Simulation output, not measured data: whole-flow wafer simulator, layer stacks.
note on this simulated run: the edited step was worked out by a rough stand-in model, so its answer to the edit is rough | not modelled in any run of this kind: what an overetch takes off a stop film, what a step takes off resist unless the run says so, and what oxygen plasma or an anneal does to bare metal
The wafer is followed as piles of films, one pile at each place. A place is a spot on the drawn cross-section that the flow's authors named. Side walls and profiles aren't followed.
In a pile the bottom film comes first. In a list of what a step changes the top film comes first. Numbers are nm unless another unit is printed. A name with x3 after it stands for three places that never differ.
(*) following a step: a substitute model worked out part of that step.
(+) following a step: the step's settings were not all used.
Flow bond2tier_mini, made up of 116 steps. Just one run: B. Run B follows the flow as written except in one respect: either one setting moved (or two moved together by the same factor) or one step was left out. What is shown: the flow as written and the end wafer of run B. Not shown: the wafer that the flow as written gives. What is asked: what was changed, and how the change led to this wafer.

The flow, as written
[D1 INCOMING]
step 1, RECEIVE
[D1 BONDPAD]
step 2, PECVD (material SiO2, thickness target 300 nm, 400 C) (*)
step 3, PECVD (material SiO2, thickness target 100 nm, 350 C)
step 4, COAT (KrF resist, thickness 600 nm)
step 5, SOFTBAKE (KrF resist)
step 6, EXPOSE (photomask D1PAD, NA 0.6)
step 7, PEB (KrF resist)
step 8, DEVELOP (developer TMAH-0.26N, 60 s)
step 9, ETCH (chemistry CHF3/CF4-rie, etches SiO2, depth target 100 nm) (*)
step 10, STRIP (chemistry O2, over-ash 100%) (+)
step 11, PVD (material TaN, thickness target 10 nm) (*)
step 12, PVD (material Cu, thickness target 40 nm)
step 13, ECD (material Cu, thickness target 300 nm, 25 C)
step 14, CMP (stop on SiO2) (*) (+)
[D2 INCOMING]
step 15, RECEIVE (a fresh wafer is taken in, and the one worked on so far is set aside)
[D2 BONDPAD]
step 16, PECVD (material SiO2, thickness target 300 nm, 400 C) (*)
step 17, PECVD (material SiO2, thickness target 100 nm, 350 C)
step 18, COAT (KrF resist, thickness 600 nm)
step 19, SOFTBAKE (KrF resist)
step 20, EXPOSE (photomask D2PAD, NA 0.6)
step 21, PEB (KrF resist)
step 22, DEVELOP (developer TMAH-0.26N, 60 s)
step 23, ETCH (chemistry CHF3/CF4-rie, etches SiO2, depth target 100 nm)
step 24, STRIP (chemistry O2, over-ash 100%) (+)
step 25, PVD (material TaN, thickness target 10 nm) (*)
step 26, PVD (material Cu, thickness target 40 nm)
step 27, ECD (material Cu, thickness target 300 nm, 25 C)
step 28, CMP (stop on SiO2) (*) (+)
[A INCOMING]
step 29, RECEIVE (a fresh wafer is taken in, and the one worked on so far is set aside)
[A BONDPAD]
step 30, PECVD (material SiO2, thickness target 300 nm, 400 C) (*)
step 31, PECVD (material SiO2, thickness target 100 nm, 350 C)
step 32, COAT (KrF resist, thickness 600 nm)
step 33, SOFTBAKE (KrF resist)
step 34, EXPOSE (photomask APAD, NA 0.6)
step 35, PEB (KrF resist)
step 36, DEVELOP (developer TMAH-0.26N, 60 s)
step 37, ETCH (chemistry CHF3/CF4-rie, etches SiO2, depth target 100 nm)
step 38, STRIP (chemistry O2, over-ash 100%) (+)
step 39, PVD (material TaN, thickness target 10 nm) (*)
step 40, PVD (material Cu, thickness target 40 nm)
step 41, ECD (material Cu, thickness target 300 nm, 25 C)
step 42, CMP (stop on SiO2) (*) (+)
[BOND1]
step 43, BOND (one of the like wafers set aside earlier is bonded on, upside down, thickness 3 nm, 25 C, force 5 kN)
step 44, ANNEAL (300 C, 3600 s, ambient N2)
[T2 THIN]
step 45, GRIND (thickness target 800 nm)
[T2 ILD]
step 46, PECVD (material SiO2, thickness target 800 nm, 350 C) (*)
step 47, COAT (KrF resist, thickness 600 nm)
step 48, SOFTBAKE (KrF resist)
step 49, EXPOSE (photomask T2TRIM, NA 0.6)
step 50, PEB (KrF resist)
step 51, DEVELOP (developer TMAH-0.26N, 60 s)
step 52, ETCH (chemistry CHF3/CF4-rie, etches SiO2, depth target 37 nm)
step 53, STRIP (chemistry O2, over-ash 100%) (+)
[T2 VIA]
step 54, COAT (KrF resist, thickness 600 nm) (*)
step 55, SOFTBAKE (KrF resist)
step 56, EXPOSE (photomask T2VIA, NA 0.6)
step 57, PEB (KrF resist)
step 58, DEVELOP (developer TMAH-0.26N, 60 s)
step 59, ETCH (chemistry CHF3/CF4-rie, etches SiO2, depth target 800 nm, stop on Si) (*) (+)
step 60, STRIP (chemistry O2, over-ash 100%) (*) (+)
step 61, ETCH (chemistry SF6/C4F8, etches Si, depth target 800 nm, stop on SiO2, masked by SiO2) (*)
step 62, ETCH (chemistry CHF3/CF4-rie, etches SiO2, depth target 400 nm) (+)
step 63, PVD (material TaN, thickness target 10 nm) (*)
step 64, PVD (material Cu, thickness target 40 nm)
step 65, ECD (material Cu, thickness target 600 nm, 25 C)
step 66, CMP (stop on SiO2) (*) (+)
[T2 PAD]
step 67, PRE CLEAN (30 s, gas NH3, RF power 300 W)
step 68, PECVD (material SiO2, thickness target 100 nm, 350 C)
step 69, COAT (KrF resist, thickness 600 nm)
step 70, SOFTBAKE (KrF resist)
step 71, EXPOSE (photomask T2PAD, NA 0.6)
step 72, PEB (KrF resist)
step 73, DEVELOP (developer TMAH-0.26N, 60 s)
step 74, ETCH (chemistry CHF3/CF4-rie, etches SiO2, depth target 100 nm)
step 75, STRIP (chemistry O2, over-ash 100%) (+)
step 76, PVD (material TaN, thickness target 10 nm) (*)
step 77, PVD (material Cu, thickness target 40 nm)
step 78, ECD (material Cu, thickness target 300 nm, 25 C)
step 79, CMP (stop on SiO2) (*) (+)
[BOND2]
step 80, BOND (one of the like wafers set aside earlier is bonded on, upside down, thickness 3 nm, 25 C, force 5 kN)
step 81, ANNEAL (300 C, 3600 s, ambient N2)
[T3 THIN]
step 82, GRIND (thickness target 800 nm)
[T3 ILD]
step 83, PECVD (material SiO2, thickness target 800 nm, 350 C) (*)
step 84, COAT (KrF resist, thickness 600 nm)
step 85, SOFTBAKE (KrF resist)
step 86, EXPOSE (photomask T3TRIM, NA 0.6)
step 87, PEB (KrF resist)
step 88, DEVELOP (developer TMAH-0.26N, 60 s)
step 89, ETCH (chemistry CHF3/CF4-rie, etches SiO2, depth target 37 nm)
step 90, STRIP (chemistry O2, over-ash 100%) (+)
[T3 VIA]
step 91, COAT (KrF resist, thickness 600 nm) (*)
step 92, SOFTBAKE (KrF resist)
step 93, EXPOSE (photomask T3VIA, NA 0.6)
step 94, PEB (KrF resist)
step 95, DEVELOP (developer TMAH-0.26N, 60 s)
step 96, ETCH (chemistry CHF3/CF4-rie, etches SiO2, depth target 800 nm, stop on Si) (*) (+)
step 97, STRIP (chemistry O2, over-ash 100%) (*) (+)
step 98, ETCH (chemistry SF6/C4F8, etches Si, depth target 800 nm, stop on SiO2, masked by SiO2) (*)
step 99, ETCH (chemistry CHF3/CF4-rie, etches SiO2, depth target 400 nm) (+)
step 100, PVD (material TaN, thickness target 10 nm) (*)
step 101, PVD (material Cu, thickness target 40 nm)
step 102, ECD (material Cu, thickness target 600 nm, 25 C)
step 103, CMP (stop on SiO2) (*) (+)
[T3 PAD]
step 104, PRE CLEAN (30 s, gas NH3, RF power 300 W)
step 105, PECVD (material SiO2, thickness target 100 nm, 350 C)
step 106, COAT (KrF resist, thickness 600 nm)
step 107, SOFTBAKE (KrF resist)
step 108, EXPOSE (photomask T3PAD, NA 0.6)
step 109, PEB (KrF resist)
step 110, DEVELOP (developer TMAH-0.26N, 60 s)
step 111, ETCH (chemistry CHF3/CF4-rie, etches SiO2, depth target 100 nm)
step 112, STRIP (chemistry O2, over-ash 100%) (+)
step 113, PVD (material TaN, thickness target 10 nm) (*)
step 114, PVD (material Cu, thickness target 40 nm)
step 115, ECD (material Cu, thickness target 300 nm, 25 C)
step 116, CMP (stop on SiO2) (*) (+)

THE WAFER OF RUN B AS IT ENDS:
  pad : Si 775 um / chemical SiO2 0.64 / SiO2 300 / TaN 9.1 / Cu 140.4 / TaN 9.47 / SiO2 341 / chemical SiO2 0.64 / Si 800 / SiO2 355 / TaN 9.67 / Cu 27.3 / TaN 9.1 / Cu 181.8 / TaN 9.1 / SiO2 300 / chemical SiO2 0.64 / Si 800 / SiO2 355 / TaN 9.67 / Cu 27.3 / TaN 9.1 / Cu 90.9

Cause: step 9, ETCH: depth target 59 nm was run, though the flow has depth target 100 nm.

The path from the change to this, step by step:
  step 9, ETCH (chemistry CHF3/CF4-rie, etches SiO2, depth target 100 nm) (*)
      pad, via: SiO2 loses 59 (it would be, as written: SiO2 loses 100)
      field: KrF resist loses 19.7 (it would be, as written: KrF resist loses 33.3)
  step 10, STRIP (chemistry O2, over-ash 100%) (+)
      field: KrF resist loses 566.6 (all of it) (it would be, as written: KrF resist loses 552.9 (all of it))
  step 12, PVD (material Cu, thickness target 40 nm)
      pad: Cu gains 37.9 (new film) (it would be, as written: Cu gains 36.4 (new film))
  step 13, ECD (material Cu, thickness target 300 nm, 25 C)
      pad: Cu gains 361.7 (it would be, as written: Cu gains 404.5)
      via: Cu gains 359 (it would be, as written: Cu gains 400.2)
  step 43, BOND (one of the like wafers set aside earlier is bonded on, upside down, thickness 3 nm, 25 C, force 5 kN)
      pad: Si gains 775 um (new film), chemical SiO2 gains 0.64 (new film), SiO2 gains 341 (new film), TaN gains 9.47 (new film), Cu gains 49.5 (it would be, as written: Si gains 775 um (new film), chemical SiO2 gains 0.64 (new film), SiO2 gains 300 (new film), TaN gains 9.1 (new film), Cu gains 90.9)
      via: Si gains 775 um (new film), chemical SiO2 gains 0.64 (new film), SiO2 gains 341 (new film), TaN gains 10 (new film), Cu gains 49 (it would be, as written: Si gains 775 um (new film), chemical SiO2 gains 0.64 (new film), SiO2 gains 300 (new film), TaN gains 9.97 (new film), Cu gains 90)
